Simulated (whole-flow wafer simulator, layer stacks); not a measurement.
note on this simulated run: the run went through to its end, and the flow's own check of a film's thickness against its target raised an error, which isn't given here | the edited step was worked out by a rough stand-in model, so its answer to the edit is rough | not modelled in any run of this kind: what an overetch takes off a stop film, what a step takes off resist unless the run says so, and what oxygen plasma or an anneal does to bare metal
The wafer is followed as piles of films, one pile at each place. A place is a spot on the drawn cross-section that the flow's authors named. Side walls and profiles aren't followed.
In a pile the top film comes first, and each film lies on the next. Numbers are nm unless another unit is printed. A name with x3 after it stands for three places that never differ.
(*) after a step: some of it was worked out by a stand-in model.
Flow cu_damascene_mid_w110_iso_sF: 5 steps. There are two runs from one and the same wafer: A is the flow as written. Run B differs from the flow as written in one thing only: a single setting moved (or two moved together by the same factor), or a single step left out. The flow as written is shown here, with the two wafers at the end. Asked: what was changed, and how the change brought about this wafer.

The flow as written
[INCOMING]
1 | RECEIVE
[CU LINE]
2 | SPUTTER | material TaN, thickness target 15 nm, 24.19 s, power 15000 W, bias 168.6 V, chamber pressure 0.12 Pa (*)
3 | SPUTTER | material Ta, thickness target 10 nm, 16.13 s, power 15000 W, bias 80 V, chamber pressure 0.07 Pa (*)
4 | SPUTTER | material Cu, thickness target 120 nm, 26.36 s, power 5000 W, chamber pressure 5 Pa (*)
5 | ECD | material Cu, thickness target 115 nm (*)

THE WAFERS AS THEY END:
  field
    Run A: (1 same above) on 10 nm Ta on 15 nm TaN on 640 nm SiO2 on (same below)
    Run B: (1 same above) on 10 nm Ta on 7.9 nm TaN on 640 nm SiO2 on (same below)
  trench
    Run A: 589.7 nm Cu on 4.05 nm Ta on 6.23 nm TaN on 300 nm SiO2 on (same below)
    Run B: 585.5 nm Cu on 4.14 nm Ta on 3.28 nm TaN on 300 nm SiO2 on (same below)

The reason: step 2, SPUTTER: thickness target 7.9 nm was run, though the flow has thickness target 15 nm; step 2, SPUTTER: 12.7 s was run, where the flow has 24.19 s.
One can read it off the wafer: field has TaN 7.9, and step 2 as written asks for 15 nm.

Step by step, how the change led to this:
  2 | SPUTTER | material TaN, thickness target 15 nm, 24.19 s, power 15000 W, bias 168.6 V, chamber pressure 0.12 Pa (*)
      field: A +15 TaN (new film) | B +7.9 TaN (new film)
      trench: A +6.23 TaN (new film) | B +3.28 TaN (new film)
  4 | SPUTTER | material Cu, thickness target 120 nm, 26.36 s, power 5000 W, chamber pressure 5 Pa (*)
      trench: A +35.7 Cu (new film) | B +36.5 Cu (new film)
